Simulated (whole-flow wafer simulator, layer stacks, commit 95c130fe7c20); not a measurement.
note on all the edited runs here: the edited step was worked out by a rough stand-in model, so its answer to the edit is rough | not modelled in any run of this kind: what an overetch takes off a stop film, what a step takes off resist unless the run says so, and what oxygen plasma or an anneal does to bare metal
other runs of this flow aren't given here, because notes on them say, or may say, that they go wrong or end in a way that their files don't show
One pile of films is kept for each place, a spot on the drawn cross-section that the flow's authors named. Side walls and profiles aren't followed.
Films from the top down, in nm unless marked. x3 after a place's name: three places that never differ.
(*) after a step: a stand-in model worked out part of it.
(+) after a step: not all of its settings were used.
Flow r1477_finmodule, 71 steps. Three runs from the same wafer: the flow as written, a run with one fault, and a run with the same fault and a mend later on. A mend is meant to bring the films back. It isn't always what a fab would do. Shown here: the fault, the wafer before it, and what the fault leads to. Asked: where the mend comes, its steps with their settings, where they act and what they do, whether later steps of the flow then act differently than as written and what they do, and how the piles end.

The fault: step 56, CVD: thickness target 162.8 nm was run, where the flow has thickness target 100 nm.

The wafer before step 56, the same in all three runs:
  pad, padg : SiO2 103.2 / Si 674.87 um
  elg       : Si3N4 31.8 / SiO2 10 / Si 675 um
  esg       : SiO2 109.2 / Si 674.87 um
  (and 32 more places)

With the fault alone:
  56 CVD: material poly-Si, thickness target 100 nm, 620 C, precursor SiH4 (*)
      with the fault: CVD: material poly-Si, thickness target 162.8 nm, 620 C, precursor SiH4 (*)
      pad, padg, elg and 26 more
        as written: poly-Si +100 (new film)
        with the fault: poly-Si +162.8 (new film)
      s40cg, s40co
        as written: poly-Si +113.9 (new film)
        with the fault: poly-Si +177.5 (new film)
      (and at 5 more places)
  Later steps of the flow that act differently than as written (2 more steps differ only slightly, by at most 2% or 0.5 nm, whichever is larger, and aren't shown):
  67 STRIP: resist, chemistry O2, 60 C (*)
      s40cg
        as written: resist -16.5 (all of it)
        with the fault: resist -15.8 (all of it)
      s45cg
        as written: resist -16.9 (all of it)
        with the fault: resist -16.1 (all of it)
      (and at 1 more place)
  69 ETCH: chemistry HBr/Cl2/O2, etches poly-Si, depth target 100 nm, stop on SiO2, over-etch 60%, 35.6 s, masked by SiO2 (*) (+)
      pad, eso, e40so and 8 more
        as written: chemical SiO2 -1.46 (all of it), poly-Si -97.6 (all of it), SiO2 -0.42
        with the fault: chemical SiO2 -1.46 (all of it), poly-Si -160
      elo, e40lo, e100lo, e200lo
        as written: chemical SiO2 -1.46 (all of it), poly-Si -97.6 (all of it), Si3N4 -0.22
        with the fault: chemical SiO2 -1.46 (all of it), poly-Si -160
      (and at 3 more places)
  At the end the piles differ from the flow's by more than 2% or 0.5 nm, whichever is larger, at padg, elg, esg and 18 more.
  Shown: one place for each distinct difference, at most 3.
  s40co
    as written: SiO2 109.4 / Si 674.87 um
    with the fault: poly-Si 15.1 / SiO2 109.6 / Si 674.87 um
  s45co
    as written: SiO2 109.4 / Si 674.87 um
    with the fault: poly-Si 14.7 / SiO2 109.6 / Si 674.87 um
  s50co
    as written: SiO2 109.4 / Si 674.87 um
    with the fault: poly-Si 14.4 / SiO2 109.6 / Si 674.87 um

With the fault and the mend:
  The mend comes after step 56.
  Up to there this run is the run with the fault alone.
  56a ETCH: chemistry tmah, depth target 287.3 nm
      pad, padg, elg and 26 more
        poly-Si -162.8 (all of it)
      s40cg, s40co
        poly-Si -177.5 (all of it)
      s45cg, s45co
        poly-Si -177.2 (all of it)
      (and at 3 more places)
  56b CLEAN: chemistry SC1, 46 C, 45 s (*) (the flow's step 48 once more)
      s40sg_line, s45sg_line, s50sg_line, s40so_line, s45so_line, s50so_line
        SiO2 -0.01
  56c CVD: material poly-Si, thickness target 100 nm, 620 C, precursor SiH4 (*) (the flow's step 56 once more)
      pad, padg, elg and 26 more
        poly-Si +100 (new film)
      s40cg, s40co
        poly-Si +113.9 (new film)
      s45cg, s45co
        poly-Si +113.4 (new film)
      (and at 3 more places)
  No later step of the flow acts differently than as written, at any place that is followed, by more than 2% or 0.5 nm, whichever is larger.
  At the end the piles differ from the flow's only slightly at the places that both follow, by at most 2% or 0.5 nm, whichever is larger.
